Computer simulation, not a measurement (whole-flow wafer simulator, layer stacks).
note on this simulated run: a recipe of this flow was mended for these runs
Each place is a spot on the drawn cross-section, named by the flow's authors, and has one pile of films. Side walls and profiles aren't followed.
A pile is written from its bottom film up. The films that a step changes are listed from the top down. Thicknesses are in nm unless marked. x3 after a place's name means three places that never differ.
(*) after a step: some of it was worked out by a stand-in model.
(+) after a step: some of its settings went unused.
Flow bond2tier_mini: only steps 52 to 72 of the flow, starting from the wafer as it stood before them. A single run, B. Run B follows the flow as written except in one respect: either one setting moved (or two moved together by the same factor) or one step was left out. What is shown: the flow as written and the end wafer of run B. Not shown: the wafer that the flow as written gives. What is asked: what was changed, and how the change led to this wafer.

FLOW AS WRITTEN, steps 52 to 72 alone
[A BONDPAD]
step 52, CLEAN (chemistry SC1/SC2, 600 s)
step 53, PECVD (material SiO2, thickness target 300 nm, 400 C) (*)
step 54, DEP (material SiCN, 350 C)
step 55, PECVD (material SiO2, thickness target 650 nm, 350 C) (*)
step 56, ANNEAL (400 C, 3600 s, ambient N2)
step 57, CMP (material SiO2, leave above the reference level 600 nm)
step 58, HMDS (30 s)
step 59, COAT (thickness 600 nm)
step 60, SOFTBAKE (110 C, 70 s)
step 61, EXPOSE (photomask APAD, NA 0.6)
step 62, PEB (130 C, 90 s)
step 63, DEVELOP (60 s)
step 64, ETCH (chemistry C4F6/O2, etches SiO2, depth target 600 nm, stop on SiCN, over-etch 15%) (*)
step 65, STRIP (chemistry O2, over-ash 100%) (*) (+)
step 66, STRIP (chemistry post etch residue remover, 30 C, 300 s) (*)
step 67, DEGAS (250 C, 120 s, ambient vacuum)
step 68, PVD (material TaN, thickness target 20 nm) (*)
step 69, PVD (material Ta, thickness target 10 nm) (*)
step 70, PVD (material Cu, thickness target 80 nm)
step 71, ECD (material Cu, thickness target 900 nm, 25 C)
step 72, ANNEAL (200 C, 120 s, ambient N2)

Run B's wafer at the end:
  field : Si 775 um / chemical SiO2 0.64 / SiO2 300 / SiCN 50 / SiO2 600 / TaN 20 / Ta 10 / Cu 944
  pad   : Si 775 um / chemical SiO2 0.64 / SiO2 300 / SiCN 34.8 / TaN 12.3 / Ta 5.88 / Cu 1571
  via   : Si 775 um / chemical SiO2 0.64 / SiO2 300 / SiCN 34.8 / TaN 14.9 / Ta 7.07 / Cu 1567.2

The reason: step 70, PVD: thickness target 44 nm was run, whereas the flow has thickness target 80 nm.

The path from the change to this, step by step:
  step 70, PVD (material Cu, thickness target 80 nm)
      field: +44 Cu (new film) (as written it would have been: +80 Cu (new film))
      pad: +26.7 Cu (new film) (as written it would have been: +48.4 Cu (new film))
      (as well as at 1 more place)
